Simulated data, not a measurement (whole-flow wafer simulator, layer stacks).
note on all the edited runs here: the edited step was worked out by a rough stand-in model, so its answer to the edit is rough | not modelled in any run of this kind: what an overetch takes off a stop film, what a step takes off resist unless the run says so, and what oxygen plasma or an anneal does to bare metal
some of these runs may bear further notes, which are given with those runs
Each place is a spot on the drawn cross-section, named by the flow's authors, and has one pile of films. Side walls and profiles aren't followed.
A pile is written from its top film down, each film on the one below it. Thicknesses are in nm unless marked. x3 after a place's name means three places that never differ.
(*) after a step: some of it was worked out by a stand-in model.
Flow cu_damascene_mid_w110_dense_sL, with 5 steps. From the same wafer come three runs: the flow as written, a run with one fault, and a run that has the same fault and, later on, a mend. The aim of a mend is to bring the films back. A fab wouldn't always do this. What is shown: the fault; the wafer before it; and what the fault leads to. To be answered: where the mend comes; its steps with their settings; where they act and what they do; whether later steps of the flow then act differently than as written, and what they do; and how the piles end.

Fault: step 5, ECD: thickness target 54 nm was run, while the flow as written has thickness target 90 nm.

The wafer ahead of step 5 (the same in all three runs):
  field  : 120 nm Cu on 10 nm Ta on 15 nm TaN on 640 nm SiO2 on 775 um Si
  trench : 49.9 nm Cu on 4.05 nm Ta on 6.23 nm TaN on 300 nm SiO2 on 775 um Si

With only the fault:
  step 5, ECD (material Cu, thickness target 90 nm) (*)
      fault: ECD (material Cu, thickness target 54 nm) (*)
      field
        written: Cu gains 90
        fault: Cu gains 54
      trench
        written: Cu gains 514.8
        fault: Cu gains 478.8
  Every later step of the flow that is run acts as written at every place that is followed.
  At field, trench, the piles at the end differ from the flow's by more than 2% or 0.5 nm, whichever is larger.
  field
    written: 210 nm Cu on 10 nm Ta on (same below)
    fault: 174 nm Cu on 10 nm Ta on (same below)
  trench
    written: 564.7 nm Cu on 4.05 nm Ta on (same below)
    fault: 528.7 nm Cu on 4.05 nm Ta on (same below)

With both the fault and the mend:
  The mend stands after step 5.
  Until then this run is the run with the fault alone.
  step 5a, ECD (material Cu, thickness target 36 nm) (the flow's step 5, run once more with other settings)
      field, trench
        Cu gains 36
  Every later step of the flow that is run acts as written at every place that is followed.
  The piles end the same as the flow's at every place that both follow.
